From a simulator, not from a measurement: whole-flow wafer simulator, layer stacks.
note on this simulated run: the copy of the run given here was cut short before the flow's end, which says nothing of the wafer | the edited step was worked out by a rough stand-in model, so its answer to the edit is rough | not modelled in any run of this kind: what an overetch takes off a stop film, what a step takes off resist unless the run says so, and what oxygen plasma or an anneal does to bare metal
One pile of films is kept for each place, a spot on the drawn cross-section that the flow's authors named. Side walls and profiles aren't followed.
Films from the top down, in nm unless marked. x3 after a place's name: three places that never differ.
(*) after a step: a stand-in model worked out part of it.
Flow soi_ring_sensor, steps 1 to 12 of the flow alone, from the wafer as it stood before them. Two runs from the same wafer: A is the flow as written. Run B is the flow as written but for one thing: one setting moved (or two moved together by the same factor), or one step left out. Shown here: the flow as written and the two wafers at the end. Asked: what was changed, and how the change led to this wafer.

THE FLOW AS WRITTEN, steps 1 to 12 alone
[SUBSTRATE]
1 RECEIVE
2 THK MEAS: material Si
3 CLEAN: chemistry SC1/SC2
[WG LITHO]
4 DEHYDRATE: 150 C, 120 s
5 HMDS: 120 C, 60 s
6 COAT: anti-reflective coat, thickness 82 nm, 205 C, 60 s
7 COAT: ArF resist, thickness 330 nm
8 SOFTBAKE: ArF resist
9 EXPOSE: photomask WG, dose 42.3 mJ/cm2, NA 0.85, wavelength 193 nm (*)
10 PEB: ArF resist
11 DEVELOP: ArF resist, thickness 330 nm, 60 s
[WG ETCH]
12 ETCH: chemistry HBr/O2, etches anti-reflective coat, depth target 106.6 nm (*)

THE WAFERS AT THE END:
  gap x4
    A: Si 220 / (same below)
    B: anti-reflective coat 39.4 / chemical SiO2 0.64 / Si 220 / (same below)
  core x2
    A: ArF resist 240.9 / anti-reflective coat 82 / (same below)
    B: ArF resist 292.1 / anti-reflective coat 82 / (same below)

The cause: step 12, ETCH: depth target 42.6 nm was run, where the flow has depth target 106.6 nm.

How the change led to this, step by step:
  12 ETCH: chemistry HBr/O2, etches anti-reflective coat, depth target 106.6 nm (*)
      gap x4: A anti-reflective coat -82 (all of it), chemical SiO2 -0.64 (all of it) | B anti-reflective coat -42.6
      core x2: A ArF resist -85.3 | B ArF resist -34.1
